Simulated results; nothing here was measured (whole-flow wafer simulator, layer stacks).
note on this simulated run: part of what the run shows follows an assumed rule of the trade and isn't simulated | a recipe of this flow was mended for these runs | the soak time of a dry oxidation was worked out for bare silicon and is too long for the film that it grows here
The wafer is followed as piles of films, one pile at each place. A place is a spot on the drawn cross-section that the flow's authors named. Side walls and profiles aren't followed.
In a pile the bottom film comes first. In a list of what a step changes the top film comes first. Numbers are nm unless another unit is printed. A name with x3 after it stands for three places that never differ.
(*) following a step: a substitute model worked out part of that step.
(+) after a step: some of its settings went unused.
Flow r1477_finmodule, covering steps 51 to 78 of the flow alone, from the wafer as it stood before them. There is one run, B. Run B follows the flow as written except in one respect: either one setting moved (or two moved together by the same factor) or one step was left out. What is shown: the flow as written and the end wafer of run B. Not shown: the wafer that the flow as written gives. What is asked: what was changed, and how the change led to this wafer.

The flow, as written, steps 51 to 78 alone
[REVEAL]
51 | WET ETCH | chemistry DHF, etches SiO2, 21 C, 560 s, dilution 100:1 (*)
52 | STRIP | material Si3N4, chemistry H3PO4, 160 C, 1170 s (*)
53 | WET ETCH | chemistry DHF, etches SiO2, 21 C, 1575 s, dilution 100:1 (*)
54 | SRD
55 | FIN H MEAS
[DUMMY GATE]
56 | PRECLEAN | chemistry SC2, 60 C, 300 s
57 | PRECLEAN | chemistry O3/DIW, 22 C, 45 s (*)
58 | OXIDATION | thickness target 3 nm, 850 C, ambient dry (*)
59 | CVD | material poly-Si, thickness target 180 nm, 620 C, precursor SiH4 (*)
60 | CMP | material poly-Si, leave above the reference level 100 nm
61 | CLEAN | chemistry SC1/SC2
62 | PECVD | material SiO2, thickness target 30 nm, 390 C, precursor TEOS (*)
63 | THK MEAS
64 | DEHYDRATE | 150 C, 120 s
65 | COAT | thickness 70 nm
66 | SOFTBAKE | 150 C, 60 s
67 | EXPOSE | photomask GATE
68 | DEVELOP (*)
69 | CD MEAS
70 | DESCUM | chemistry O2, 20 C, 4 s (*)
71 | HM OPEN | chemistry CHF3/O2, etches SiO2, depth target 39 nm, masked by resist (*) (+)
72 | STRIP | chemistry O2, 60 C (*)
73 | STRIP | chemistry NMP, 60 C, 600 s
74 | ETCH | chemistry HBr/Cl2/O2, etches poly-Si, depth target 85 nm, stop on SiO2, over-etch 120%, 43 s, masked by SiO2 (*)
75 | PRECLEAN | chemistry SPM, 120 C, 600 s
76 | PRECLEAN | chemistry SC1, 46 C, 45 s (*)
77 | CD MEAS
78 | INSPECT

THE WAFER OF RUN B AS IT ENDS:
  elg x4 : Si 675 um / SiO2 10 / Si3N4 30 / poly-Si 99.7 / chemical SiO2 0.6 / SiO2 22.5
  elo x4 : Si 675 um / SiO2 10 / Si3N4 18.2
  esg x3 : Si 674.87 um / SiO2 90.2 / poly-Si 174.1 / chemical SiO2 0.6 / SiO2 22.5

What caused this: step 51, WET ETCH: 356 s was run, though the flow has 560 s.

The path from the change to this, step by step:
  51 | WET ETCH | chemistry DHF, etches SiO2, 21 C, 560 s, dilution 100:1 (*)
      elg x4, elo x4: -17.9 SiO2 (as written it would have been: -22.3 SiO2 (all of it), -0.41 Si3N4)
      esg x3, e200sg, s40cg x3, s40sg x3, eso x3, e200so, s40co x3, s40so x3: -17.9 SiO2 (as written it would have been: -28.1 SiO2)
      (also at 8 further places)
  52 | STRIP | material Si3N4, chemistry H3PO4, 160 C, 1170 s (*)
      elg x4, elo x4: -4.41 SiO2 (all of it) (as written it would have been: -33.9 Si3N4 (all of it), -2.15 SiO2)
  53 | WET ETCH | chemistry DHF, etches SiO2, 21 C, 1575 s, dilution 100:1 (*)
      elg x4, elo x4: -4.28 Si3N4 (as written it would have been: -7.85 SiO2 (all of it))
  57 | PRECLEAN | chemistry O3/DIW, 22 C, 45 s (*)
      elg x4, elo x4: nothing (as written it would have been: +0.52 chemical SiO2, -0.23 Si)
  58 | OXIDATION | thickness target 3 nm, 850 C, ambient dry (*)
      elg x4, elo x4: nothing (as written it would have been: +3 SiO2 (new film), -0.85 chemical SiO2 (all of it), -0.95 Si)
  59 | CVD | material poly-Si, thickness target 180 nm, 620 C, precursor SiH4 (*)
      s40cg x3, s40sg x3, s40co x3, s40so x3: +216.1 poly-Si (new film) (as written it would have been: +226.3 poly-Si (new film))
      esg x3, eso x3: +254.4 poly-Si (new film) (as written it would have been: +226.3 poly-Si (new film))
      (also at 2 further places)
  60 | CMP | material poly-Si, leave above the reference level 100 nm
      pad, padg: nothing (as written it would have been: -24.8 poly-Si)
      s40cg x3, s40sg x3, s40sg_line x3, s40co x3, s40so x3, s40so_line x3: -41.7 poly-Si (as written it would have been: -80 poly-Si)
      (also at 2 further places)
  74 | ETCH | chemistry HBr/Cl2/O2, etches poly-Si, depth target 85 nm, stop on SiO2, over-etch 120%, 43 s, masked by SiO2 (*)
      elo x4: -1.12 chemical SiO2 (all of it), -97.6 poly-Si (all of it), -11.8 Si3N4 (as written it would have been: -1.12 chemical SiO2 (all of it), -97.6 poly-Si (all of it), -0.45 SiO2)
      pad: -1.12 chemical SiO2 (all of it), -177.6 poly-Si (all of it) (as written it would have been: -1.12 chemical SiO2 (all of it), -152.8 poly-Si (all of it), -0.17 SiO2)
      (also at 13 further places)
